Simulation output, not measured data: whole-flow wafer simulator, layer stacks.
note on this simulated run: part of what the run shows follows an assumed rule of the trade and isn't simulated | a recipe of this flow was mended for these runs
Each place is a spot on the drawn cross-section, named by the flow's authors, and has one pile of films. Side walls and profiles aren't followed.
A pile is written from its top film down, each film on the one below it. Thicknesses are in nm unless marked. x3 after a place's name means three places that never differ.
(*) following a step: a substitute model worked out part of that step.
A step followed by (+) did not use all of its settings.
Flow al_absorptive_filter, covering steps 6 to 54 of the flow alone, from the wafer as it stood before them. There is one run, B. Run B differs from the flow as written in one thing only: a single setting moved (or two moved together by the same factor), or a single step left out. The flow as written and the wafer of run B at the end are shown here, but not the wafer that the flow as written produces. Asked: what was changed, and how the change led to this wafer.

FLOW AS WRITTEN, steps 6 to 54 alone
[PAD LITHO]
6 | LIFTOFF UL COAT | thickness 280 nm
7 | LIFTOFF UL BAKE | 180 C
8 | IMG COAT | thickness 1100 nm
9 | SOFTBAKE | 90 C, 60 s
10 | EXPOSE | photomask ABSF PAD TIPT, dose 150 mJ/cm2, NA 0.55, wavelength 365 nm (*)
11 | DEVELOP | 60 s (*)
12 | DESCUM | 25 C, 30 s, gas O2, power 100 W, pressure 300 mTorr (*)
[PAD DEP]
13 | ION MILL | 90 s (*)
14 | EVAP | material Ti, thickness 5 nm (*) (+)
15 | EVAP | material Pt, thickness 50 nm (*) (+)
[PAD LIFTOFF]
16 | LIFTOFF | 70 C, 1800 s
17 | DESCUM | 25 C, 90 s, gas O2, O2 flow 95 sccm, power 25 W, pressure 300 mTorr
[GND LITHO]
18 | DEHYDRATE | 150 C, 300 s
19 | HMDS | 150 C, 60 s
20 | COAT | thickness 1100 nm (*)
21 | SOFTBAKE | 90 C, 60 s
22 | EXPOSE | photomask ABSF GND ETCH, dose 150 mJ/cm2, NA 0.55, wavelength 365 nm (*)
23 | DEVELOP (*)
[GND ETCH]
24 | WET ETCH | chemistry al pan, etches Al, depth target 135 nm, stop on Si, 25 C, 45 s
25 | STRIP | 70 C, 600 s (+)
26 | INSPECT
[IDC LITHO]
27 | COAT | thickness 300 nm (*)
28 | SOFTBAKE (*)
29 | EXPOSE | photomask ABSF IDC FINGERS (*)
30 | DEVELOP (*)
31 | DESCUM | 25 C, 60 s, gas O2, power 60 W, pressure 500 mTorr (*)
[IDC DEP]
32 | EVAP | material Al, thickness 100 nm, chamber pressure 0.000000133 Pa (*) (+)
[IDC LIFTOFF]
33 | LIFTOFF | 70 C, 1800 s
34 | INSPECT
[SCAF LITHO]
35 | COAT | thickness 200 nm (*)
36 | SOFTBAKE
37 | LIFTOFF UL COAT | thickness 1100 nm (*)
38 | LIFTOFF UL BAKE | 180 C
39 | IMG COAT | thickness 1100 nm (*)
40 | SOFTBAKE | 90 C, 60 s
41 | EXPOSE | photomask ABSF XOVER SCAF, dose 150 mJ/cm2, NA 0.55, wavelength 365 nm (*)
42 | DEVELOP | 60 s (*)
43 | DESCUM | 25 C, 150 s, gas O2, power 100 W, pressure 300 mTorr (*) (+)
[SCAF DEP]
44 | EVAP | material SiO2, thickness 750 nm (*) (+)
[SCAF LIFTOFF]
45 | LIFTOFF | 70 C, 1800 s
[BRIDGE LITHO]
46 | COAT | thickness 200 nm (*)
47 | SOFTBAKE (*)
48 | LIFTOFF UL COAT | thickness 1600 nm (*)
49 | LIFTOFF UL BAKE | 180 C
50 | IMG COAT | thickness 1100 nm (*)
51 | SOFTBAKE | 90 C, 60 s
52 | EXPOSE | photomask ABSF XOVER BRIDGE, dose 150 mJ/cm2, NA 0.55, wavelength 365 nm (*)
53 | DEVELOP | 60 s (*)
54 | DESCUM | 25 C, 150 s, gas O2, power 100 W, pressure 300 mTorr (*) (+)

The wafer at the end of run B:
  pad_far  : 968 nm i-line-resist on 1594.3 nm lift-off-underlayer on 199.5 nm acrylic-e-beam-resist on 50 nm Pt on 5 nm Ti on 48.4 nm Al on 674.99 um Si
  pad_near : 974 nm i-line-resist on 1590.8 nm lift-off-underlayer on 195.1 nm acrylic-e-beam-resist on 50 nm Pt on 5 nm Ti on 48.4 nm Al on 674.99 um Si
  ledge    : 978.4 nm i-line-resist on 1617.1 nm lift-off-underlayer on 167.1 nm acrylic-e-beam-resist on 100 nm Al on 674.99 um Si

Cause: step 13, ION MILL: 114 s was run, whereas the flow has 90 s.

The path from the change to this, step by step:
  13 | ION MILL | 90 s (*)
      gnd, ledge, res and 9 more: i-line-resist loses 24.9 (as written it would have been: i-line-resist loses 19.6)
      pad_far, pad_near: Al loses 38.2 (as written it would have been: Al loses 30.2)
